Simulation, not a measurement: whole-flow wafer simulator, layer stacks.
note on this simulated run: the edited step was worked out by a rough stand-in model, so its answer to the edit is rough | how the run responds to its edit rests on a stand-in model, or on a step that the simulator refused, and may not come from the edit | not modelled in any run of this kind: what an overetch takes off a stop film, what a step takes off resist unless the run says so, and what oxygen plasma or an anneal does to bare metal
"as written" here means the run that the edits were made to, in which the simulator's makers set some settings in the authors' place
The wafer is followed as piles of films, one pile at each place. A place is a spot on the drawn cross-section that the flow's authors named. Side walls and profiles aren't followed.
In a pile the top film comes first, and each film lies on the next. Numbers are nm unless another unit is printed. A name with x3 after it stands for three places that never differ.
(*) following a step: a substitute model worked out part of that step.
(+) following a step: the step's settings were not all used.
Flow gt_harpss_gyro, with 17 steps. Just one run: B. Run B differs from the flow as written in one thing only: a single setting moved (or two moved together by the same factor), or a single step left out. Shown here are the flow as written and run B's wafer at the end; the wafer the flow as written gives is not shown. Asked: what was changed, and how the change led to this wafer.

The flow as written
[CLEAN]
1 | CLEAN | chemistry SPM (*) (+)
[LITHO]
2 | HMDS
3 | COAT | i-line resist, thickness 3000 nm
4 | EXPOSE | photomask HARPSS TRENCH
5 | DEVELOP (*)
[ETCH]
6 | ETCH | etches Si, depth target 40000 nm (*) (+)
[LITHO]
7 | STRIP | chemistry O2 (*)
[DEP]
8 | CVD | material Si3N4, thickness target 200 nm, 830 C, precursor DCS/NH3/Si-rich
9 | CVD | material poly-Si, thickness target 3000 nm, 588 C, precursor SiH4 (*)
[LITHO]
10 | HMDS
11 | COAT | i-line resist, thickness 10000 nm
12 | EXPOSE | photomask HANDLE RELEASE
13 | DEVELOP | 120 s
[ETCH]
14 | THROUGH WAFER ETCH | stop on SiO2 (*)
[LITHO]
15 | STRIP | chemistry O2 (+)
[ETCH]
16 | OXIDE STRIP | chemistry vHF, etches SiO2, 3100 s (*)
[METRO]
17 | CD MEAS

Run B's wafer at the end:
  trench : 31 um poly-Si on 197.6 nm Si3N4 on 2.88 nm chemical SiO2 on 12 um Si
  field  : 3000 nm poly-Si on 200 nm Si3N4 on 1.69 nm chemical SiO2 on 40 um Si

Cause: step 6, ETCH: depth target 28000 nm was run, whereas the flow has depth target 40000 nm.

How this came from the change, step by step:
  6 | ETCH | etches Si, depth target 40000 nm (*) (+)
      trench: -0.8 chemical SiO2 (all of it), -28 um Si (as written it would have been: -0.8 chemical SiO2 (all of it), -40 um Si (all of it))
      field: -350 i-line resist (as written it would have been: -500 i-line resist)
  7 | STRIP | chemistry O2 (*)
      trench: +2.88 chemical SiO2 (new film), -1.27 Si (as written it would have been: nothing)
      field: -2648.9 i-line resist (all of it), +0.89 chemical SiO2, -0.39 Si (as written it would have been: -2498.9 i-line resist (all of it), +0.87 chemical SiO2, -0.38 Si)
  9 | CVD | material poly-Si, thickness target 3000 nm, 588 C, precursor SiH4 (*)
      trench: +31 um poly-Si (new film) (as written it would have been: +43.01 um poly-Si (new film))
